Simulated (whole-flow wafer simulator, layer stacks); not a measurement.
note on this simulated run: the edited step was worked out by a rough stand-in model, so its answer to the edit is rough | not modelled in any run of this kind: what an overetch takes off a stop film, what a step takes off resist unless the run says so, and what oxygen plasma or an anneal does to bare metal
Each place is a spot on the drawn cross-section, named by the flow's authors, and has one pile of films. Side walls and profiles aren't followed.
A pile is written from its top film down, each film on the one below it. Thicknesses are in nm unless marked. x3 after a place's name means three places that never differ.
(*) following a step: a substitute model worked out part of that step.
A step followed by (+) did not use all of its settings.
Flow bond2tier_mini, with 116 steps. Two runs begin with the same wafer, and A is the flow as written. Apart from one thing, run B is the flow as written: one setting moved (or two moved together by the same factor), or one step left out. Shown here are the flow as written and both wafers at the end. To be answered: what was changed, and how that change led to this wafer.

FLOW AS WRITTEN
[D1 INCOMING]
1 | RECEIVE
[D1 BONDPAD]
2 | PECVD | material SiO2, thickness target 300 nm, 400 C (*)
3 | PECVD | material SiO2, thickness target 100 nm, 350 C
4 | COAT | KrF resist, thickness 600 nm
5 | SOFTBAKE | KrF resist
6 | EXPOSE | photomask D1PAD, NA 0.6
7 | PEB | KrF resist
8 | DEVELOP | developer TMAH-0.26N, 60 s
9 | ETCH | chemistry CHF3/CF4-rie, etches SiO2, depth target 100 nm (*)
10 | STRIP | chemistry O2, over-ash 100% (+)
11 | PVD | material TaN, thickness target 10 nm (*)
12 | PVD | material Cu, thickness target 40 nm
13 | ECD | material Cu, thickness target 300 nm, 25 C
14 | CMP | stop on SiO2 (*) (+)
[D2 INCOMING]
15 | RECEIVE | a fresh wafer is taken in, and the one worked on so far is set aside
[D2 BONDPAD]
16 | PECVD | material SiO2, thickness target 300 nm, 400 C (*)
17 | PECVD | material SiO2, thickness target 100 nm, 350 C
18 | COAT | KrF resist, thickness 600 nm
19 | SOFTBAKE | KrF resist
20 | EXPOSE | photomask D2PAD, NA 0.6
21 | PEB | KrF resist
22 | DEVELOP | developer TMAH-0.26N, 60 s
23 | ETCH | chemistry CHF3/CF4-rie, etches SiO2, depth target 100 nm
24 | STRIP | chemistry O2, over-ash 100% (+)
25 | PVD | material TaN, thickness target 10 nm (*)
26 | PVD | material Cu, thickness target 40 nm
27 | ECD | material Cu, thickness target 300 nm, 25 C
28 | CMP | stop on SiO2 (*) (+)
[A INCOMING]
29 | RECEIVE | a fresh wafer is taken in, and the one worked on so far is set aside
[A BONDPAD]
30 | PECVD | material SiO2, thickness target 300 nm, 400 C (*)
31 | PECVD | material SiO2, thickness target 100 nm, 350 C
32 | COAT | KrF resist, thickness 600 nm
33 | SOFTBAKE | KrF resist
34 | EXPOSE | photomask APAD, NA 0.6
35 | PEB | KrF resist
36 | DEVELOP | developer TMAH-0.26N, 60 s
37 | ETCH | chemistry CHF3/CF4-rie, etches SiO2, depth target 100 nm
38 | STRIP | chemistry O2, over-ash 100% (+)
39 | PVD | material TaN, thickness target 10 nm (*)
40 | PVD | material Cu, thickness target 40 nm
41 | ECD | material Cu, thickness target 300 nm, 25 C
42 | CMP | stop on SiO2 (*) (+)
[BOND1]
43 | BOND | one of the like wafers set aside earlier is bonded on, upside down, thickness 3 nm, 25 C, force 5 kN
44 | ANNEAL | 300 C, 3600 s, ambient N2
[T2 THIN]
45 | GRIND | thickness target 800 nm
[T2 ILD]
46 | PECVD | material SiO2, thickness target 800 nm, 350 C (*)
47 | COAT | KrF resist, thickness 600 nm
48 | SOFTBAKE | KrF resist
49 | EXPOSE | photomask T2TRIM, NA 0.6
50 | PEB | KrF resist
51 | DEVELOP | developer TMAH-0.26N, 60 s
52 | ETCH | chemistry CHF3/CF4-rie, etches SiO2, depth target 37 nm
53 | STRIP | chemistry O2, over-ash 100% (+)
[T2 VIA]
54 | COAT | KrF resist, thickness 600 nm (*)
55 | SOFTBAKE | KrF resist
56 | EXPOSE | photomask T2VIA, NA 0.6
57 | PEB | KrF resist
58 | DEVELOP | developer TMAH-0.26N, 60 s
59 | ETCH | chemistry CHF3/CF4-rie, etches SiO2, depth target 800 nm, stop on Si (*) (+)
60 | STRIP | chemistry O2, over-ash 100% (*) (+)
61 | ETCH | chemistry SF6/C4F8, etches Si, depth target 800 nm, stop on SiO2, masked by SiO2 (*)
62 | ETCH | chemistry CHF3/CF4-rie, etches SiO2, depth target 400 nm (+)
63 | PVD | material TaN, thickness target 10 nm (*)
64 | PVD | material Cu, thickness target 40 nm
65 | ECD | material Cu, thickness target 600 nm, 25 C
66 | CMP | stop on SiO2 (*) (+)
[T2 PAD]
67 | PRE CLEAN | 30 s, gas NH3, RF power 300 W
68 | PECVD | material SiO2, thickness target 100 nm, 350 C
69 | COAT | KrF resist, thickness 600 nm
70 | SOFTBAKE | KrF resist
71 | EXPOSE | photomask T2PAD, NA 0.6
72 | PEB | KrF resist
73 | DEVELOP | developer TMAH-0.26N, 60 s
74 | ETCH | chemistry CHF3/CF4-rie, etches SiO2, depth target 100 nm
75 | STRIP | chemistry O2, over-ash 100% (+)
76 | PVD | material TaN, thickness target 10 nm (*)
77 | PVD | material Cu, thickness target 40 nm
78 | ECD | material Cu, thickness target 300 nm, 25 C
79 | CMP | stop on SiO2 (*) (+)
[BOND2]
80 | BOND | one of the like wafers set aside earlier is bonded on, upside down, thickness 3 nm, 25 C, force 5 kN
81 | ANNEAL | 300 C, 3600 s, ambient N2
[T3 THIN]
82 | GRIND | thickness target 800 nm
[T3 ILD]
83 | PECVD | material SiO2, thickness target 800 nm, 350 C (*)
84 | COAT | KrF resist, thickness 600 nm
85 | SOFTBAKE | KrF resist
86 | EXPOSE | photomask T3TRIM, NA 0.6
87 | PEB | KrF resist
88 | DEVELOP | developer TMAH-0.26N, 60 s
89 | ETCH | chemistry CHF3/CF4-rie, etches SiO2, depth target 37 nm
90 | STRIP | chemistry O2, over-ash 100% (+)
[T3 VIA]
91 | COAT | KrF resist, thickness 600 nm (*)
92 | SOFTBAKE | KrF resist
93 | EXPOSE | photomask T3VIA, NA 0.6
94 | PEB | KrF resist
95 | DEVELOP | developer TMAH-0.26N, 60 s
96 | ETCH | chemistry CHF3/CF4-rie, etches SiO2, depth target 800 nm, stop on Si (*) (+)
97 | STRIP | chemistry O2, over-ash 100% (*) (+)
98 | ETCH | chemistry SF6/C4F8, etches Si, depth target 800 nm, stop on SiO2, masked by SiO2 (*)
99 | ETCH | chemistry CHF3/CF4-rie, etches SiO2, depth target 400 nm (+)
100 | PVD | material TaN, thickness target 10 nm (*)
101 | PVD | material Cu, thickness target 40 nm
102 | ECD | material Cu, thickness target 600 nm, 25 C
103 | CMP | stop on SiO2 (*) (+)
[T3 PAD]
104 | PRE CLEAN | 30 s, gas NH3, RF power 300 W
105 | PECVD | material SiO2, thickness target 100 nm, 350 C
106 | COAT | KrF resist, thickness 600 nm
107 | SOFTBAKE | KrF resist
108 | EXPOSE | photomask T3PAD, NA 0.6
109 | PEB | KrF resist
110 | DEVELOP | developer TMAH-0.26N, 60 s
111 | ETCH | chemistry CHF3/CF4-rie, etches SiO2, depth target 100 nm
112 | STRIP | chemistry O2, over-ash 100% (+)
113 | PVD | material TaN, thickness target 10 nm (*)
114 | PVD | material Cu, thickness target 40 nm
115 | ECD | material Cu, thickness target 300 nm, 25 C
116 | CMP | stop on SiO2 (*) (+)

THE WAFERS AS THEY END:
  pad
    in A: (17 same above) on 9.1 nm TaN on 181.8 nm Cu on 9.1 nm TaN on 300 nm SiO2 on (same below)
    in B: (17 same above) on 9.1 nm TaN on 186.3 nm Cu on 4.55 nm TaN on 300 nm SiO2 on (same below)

What caused this: step 39, PVD: thickness target 5 nm was run, whereas the flow has thickness target 10 nm.

The path from the change to this, step by step:
  39 | PVD | material TaN, thickness target 10 nm (*)
      field: A +10 TaN (new film) | B +5 TaN (new film)
      pad: A +9.1 TaN (new film) | B +4.55 TaN (new film)
      (also at 1 further place)
  42 | CMP | stop on SiO2 (*) (+)
      field: A -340 Cu (all of it), -10 TaN (all of it) | B -340 Cu (all of it), -5 TaN (all of it)
